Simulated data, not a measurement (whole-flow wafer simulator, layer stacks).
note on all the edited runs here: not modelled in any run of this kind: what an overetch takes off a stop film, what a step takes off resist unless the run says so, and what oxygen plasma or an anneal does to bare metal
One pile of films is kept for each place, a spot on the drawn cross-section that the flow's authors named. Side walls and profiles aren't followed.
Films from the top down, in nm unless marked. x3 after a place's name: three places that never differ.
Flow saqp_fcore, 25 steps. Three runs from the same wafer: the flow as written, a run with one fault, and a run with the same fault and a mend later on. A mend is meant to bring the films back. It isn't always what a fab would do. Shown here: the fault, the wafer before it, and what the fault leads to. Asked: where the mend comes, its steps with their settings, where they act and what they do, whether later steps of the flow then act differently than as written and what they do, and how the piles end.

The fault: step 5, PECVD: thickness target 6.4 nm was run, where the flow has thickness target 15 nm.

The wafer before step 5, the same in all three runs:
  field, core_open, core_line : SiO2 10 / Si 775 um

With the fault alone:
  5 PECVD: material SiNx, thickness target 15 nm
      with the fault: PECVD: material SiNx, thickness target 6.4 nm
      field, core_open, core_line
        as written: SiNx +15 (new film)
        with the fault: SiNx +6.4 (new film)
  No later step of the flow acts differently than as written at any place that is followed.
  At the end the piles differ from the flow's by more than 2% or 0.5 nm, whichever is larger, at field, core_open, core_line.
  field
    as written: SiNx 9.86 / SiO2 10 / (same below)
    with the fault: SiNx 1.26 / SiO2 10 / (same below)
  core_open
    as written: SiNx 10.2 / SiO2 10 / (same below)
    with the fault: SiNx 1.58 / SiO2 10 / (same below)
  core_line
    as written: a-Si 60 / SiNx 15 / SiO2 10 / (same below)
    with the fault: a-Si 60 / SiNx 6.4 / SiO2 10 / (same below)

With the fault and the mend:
  The mend comes after step 5.
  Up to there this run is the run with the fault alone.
  5a PECVD: material SiNx, thickness target 8.6 nm (the flow's step 5 once more, with other settings)
      field, core_open, core_line
        SiNx +8.6
  No later step of the flow acts differently than as written at any place that is followed.
  At the end the piles are the same as the flow's at every place that both follow.
